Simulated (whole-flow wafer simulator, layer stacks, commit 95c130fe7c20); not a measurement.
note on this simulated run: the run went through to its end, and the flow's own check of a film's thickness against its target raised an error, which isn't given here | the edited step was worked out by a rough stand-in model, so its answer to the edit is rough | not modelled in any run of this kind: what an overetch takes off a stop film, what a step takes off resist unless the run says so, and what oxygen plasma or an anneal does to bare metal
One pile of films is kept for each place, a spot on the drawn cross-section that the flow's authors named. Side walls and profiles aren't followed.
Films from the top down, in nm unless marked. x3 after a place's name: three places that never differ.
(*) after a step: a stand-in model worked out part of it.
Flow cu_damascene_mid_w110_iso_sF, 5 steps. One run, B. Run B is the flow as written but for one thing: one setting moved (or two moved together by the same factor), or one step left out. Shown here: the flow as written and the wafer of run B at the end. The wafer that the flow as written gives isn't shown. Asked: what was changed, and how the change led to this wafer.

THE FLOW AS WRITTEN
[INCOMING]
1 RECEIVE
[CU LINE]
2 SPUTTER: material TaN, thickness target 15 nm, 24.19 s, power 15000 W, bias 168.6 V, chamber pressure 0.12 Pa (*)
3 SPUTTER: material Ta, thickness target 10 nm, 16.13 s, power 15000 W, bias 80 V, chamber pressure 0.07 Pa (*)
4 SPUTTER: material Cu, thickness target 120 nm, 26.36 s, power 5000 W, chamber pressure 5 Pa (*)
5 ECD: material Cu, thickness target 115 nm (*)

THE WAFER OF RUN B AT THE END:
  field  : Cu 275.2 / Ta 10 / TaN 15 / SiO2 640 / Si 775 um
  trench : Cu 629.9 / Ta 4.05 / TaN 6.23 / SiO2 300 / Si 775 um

The cause: step 5, ECD: thickness target 155.2 nm was run, where the flow has thickness target 115 nm.

How the change led to this, step by step:
  5 ECD: material Cu, thickness target 115 nm (*)
      field: Cu +155.2 (as written it would be: Cu +115)
      trench: Cu +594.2 (as written it would be: Cu +554)
